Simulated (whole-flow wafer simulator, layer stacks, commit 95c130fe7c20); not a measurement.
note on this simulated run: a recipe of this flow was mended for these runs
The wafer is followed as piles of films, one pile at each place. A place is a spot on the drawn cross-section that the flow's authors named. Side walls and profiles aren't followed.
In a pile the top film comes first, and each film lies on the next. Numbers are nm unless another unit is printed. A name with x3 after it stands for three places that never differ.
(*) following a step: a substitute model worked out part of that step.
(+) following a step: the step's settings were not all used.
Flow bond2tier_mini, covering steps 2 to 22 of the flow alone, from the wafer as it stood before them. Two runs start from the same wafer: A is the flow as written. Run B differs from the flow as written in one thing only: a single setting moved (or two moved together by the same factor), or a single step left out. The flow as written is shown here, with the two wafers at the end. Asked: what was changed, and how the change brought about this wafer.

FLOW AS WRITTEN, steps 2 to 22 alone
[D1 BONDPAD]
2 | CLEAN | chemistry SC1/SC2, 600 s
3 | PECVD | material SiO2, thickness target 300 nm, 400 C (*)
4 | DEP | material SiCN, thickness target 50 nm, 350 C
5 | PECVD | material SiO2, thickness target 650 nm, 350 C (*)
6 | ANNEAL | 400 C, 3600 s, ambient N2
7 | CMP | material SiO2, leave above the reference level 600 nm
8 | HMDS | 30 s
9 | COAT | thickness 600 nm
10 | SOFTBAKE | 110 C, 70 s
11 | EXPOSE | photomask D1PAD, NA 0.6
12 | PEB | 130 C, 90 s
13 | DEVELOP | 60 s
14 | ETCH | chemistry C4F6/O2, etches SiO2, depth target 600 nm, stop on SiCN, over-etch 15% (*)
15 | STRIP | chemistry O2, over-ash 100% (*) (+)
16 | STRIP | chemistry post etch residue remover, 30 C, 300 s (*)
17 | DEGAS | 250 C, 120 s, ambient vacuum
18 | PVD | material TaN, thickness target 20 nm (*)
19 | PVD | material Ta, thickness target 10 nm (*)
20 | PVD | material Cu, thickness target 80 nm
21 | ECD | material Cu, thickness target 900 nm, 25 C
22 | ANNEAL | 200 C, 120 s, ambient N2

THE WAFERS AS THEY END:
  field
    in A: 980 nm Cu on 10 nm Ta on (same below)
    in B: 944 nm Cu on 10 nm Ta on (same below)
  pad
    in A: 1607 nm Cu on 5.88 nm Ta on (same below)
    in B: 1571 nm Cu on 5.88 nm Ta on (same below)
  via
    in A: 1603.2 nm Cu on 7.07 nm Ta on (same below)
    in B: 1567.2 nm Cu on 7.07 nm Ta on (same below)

Cause: step 20, PVD: thickness target 44 nm was run, while the flow as written has thickness target 80 nm.

Step by step, how the change led to this:
  20 | PVD | material Cu, thickness target 80 nm
      field: A Cu gains 80 (new film) | B Cu gains 44 (new film)
      pad: A Cu gains 48.4 (new film) | B Cu gains 26.7 (new film)
      (also at 1 further place)
